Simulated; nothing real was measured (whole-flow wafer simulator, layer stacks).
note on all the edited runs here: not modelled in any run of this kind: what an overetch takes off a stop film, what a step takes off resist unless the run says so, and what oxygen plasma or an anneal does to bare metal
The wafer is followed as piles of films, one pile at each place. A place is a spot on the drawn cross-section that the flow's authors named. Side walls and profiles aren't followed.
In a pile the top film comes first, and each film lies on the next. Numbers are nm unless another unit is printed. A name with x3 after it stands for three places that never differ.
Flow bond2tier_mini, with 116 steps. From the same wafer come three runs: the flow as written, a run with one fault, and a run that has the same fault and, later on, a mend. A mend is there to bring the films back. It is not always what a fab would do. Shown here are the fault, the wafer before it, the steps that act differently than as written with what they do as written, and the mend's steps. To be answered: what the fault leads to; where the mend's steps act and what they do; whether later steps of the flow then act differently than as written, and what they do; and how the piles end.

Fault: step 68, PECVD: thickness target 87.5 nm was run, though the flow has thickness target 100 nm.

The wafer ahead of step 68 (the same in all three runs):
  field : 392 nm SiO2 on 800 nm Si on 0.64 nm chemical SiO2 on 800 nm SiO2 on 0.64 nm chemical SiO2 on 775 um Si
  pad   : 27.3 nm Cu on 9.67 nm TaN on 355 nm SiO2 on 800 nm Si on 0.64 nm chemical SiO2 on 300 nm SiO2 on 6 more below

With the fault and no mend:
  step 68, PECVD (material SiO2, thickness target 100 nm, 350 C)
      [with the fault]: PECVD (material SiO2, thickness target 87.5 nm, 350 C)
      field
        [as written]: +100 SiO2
        [with the fault]: +87.5 SiO2
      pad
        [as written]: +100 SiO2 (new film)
        [with the fault]: +87.5 SiO2 (new film)
  Steps later in the flow that act otherwise than as written (2 other steps are not shown; they differ only slightly, by no more than 2% or 0.5 nm, whichever is larger):
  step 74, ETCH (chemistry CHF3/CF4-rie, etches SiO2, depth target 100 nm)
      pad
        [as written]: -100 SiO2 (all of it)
        [with the fault]: -87.5 SiO2 (all of it), -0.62 Cu
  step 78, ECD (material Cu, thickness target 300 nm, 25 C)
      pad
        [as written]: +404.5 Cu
        [with the fault]: +392 Cu
  At pad, the piles at the end differ from the flow's by more than 2% or 0.5 nm, whichever is larger.
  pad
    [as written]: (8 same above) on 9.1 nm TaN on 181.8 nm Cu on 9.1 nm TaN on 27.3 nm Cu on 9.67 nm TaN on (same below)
    [with the fault]: (8 same above) on 9.1 nm TaN on 169.8 nm Cu on 9.25 nm TaN on 26.7 nm Cu on 9.67 nm TaN on (same below)

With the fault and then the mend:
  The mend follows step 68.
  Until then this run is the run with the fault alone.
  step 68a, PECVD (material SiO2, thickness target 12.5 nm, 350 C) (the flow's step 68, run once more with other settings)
      field, pad
        +12.5 SiO2
  Later steps of the flow that are run all act as written at every place that is followed.
  The piles end the same as the flow's at every place that both follow.
